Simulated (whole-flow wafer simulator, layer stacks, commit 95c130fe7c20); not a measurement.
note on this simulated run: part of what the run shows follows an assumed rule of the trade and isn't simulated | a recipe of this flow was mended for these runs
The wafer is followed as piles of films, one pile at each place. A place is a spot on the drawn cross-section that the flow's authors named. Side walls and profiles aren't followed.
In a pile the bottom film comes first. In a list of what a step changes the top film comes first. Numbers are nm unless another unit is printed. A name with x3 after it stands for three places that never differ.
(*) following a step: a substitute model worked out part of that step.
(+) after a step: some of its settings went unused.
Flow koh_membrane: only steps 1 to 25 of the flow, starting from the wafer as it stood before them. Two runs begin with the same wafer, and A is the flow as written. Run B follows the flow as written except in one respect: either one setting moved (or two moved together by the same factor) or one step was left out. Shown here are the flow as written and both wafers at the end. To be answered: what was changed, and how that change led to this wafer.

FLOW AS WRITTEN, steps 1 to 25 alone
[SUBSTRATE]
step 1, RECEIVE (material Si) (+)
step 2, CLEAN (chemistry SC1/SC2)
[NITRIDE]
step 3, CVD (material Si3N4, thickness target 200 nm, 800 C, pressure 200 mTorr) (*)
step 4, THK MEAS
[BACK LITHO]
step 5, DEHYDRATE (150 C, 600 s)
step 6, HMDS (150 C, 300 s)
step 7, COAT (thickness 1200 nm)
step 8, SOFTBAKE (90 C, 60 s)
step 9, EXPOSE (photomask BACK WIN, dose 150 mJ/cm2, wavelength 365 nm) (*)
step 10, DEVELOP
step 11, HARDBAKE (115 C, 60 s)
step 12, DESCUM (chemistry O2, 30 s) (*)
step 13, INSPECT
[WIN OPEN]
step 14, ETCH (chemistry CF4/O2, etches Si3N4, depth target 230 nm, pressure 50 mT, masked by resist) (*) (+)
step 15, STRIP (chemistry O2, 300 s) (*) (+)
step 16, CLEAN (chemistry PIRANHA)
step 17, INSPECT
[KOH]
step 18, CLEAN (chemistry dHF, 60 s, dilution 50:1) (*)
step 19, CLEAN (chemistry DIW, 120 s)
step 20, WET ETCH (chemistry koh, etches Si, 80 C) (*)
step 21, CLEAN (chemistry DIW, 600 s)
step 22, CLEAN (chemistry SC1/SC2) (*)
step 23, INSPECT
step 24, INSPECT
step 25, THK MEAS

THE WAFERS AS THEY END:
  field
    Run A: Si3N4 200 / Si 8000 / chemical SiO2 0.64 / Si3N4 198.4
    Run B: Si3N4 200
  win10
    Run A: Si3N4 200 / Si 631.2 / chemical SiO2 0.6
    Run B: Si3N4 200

Cause: step 3, CVD: material Si3N4, thickness target 200 nm, 800 C, pressure 200 mTorr (*), was omitted.

How this came from the change, step by step:
  step 12, DESCUM (chemistry O2, 30 s) (*)
      win20 x4, win10: A nothing | B +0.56 chemical SiO2, -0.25 Si
  step 14, ETCH (chemistry CF4/O2, etches Si3N4, depth target 230 nm, pressure 50 mT, masked by resist) (*) (+)
      win20 x4, win10: A -200 Si3N4 (all of it), -0.64 chemical SiO2 (all of it), -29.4 Si | B -1.21 chemical SiO2 (all of it), -228.8 Si
  step 15, STRIP (chemistry O2, 300 s) (*) (+)
      field: A -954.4 i-line-resist (all of it) | B -954.4 i-line-resist (all of it), +2.34 chemical SiO2, -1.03 Si
  step 18, CLEAN (chemistry dHF, 60 s, dilution 50:1) (*)
      field: A -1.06 Si3N4 | B -2.98 chemical SiO2 (all of it)
  step 20, WET ETCH (chemistry koh, etches Si, 80 C) (*)
      field: A -0.53 Si3N4 | B -7999 Si (all of it)
      win10: A -7337.9 Si | B -7769.6 Si (all of it)
      (also at 4 further places)
  step 22, CLEAN (chemistry SC1/SC2) (*)
      win10: A +0.6 chemical SiO2 (new film), -0.26 Si | B nothing
